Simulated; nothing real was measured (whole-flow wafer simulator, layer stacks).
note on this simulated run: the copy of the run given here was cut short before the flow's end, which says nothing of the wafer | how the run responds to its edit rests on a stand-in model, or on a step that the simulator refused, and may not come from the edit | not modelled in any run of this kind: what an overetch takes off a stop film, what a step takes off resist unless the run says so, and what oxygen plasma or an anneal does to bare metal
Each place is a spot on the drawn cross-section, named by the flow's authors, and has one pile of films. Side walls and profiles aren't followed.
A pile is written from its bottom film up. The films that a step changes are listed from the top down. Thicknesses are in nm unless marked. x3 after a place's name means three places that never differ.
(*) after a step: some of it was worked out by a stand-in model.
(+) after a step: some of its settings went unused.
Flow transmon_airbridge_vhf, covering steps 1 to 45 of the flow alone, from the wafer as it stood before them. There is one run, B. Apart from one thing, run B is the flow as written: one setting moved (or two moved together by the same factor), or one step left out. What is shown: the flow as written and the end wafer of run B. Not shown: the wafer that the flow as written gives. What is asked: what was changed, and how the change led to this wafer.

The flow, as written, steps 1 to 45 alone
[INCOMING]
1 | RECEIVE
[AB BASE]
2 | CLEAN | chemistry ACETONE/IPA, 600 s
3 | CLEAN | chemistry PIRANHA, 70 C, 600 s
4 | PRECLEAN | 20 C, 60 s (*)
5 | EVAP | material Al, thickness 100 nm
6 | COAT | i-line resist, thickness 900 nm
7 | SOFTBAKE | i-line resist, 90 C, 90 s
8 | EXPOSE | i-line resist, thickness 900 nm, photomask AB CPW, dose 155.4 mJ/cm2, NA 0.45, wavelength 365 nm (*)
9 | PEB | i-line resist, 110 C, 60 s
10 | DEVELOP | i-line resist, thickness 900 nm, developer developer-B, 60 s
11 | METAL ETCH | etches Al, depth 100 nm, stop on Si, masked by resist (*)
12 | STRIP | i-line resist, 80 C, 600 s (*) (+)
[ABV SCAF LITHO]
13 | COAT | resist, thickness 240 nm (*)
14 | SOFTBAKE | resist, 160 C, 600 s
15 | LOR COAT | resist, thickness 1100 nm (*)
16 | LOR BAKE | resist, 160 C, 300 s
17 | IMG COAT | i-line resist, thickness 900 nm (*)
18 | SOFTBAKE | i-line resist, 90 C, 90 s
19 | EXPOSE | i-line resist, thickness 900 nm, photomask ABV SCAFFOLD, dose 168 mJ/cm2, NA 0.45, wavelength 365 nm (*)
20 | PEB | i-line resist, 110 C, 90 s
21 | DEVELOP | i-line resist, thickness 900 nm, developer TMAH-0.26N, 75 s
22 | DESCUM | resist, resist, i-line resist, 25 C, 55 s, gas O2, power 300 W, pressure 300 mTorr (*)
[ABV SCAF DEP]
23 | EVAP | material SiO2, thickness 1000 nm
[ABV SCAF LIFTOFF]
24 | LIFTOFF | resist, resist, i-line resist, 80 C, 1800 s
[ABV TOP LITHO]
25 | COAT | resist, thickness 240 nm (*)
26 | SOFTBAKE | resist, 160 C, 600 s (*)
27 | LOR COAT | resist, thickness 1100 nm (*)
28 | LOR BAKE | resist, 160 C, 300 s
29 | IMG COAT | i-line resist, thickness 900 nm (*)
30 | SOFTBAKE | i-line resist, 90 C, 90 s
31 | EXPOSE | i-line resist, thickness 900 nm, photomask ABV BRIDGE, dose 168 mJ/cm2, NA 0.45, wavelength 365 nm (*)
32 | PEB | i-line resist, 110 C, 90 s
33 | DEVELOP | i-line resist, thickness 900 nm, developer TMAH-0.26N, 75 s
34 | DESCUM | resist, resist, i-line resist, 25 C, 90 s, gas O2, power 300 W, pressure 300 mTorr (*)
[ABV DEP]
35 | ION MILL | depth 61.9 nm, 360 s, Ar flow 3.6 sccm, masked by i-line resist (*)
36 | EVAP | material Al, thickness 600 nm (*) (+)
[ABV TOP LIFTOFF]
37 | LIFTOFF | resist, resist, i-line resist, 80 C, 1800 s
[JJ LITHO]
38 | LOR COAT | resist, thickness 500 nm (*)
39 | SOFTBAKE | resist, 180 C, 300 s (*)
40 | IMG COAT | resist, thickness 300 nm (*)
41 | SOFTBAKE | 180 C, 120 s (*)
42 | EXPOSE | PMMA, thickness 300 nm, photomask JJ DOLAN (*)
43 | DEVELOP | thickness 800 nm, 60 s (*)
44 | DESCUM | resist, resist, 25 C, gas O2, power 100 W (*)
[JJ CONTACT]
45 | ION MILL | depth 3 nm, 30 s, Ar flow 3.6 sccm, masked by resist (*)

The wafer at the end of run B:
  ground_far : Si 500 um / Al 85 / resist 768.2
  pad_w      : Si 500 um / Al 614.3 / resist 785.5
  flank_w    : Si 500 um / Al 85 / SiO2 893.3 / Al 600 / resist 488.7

What caused this: step 5, EVAP: thickness 85 nm was run, while the flow as written has thickness 100 nm.
One can read it off the wafer: ground_far has Al 85, and step 5 as written asks for 100 nm.

How this came from the change, step by step:
  5 | EVAP | material Al, thickness 100 nm
      field x3, jj_line, ground_far and 12 more: +85 Al (new film) (it would be, as written: +100 Al (new film))
  11 | METAL ETCH | etches Al, depth 100 nm, stop on Si, masked by resist (*)
      field x3, jj_line, gap_w, gap_e: -85 Al (all of it) (it would be, as written: -100 Al (all of it))
